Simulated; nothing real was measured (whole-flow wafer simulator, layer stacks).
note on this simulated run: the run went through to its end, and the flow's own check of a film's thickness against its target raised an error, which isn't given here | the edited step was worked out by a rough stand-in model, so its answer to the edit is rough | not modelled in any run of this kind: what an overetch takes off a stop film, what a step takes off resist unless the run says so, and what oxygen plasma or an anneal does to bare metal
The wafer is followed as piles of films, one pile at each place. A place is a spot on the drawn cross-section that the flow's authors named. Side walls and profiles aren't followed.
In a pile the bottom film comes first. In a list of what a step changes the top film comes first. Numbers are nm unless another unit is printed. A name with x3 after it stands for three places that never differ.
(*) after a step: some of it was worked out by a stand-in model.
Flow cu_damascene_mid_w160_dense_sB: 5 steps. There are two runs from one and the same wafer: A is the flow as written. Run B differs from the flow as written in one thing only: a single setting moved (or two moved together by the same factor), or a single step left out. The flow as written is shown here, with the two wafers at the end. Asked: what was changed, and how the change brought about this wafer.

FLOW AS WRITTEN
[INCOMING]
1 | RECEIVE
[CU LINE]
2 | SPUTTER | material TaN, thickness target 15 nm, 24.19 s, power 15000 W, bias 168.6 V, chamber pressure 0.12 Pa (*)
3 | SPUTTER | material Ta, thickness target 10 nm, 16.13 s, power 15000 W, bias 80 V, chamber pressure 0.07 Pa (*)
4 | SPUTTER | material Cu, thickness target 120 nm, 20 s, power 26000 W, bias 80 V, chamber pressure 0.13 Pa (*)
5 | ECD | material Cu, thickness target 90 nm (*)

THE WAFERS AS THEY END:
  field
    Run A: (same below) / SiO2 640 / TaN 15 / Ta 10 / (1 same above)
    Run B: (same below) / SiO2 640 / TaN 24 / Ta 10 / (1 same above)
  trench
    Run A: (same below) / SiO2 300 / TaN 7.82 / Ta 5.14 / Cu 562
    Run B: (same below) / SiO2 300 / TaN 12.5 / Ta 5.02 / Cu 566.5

Cause: step 2, SPUTTER: thickness target 24 nm was run, though the flow has thickness target 15 nm; step 2, SPUTTER: 38.7 s was run, where the flow has 24.19 s.
One can read it off the wafer: field has TaN 24, and step 2 as written asks for 15 nm.

How this came from the change, step by step:
  2 | SPUTTER | material TaN, thickness target 15 nm, 24.19 s, power 15000 W, bias 168.6 V, chamber pressure 0.12 Pa (*)
      field: A TaN gains 15 (new film) | B TaN gains 24 (new film)
      trench: A TaN gains 7.82 (new film) | B TaN gains 12.5 (new film)
